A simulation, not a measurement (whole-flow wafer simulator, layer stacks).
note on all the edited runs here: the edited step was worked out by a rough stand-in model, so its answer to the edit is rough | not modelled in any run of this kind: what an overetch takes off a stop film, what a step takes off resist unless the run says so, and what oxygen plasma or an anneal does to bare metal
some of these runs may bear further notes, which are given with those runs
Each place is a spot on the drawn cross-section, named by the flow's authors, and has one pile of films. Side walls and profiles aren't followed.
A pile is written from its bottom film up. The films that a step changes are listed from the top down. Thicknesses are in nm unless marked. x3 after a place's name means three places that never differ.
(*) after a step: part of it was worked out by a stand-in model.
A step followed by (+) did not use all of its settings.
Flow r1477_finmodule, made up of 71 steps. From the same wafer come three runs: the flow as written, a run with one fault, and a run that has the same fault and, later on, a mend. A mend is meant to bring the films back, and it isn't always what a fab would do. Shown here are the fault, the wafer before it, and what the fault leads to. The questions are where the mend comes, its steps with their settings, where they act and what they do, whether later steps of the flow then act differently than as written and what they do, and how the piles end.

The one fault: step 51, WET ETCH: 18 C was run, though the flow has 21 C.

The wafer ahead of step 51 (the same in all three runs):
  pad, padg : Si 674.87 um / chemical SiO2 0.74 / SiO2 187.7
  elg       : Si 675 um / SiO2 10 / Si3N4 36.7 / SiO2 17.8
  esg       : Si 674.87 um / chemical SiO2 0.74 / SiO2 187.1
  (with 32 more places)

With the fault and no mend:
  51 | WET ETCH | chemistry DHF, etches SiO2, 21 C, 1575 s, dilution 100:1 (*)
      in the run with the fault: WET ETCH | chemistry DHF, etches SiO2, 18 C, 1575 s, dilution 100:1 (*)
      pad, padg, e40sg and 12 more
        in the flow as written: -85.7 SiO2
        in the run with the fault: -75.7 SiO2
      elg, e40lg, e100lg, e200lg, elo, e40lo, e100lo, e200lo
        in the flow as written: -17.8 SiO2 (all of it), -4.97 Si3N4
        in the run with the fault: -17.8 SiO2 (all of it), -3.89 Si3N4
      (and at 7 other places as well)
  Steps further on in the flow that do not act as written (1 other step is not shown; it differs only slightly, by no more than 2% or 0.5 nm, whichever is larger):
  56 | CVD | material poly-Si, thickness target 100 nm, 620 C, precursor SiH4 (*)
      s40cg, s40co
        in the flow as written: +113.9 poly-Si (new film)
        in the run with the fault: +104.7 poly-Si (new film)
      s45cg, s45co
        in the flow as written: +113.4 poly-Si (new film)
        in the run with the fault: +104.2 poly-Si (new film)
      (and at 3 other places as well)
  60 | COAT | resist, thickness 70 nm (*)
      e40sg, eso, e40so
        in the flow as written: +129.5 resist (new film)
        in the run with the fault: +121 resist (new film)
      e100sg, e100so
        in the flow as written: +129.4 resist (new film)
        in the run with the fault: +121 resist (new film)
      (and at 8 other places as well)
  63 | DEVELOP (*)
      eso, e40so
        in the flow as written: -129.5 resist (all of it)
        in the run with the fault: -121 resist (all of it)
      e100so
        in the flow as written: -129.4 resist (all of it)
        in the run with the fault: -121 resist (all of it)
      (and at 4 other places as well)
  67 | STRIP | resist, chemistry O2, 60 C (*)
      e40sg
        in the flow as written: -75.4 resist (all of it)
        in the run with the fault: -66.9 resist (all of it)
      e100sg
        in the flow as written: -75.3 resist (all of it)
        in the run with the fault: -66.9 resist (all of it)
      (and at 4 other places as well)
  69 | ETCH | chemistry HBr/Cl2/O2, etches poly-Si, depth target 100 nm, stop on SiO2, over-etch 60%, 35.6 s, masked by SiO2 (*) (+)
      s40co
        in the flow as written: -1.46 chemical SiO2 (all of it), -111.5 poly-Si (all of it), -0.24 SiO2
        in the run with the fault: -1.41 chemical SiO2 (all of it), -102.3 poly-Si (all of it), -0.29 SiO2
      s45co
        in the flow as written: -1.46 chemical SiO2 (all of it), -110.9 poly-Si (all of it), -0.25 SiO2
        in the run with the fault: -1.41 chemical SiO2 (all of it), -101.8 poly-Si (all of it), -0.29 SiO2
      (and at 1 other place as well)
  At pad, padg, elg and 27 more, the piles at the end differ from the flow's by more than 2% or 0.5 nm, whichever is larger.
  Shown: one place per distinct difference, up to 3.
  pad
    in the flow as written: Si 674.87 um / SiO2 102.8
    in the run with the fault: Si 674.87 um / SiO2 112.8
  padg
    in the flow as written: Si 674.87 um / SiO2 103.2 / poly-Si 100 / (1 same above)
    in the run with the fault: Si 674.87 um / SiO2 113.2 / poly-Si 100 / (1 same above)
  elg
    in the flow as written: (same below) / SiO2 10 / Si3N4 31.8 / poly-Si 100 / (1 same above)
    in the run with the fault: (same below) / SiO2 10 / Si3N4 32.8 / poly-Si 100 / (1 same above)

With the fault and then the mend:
  The mend follows step 51.
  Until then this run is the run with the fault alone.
  51a | WET ETCH | chemistry DHF, etches SiO2, 21 C, 180.1 s, dilution 100:1 (*) (the flow's step 51 again, with other settings)
      pad, padg, e40sg and 12 more
        -9.8 SiO2
      elg, e40lg, e100lg, e200lg, elo, e40lo, e100lo, e200lo
        -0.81 Si3N4
      esg, s40cg, s45cg, s50cg, s40co, s45co, s50co
        -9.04 SiO2
  Every later step of the flow that is run acts as written, at every place that is followed, to within 2% or 0.5 nm, whichever is larger.
  When the end is reached, the piles differ only a little from the flow's at the places that both follow, at most by 2% or 0.5 nm, whichever is larger.
